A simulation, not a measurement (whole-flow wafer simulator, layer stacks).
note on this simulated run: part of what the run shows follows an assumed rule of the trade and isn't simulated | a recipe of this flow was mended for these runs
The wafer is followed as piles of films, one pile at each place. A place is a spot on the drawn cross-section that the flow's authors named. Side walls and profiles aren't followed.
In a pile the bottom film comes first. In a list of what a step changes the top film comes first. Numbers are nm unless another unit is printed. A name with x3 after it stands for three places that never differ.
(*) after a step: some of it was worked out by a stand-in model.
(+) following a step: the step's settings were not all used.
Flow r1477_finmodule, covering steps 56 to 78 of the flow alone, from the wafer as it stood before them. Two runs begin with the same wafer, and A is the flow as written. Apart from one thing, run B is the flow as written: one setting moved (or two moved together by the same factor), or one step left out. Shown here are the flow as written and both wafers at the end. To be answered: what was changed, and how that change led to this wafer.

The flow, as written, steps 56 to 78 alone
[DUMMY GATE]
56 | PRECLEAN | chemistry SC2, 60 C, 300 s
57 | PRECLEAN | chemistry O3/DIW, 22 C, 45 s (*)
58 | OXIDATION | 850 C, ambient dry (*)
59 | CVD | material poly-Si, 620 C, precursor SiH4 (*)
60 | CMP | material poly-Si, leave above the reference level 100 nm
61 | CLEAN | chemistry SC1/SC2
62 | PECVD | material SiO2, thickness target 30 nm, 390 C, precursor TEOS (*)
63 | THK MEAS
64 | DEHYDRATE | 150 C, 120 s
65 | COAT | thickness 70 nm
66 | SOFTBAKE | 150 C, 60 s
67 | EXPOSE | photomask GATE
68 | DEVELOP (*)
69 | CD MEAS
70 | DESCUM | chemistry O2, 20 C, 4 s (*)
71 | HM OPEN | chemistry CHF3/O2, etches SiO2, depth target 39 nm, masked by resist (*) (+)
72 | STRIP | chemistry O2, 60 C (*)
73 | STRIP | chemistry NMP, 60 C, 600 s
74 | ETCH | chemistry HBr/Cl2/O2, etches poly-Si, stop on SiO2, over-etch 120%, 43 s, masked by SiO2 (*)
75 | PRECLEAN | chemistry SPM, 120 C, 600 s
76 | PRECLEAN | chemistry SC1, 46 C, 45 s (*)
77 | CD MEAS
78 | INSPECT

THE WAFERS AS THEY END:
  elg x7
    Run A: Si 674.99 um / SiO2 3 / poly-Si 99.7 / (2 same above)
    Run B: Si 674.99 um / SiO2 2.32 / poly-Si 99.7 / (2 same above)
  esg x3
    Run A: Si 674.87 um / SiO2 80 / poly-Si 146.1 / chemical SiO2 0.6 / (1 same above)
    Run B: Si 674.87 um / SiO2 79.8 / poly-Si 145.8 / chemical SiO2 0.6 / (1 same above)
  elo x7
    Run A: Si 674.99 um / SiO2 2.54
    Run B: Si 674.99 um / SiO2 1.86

The reason: step 58, OXIDATION: 831 C was run, though the flow has 850 C.

The path from the change to this, step by step:
  58 | OXIDATION | 850 C, ambient dry (*)
      elg x7, elo x7: A +3 SiO2 (new film), -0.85 chemical SiO2 (all of it), -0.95 Si | B +2.32 SiO2 (new film), -0.85 chemical SiO2 (all of it), -0.65 Si
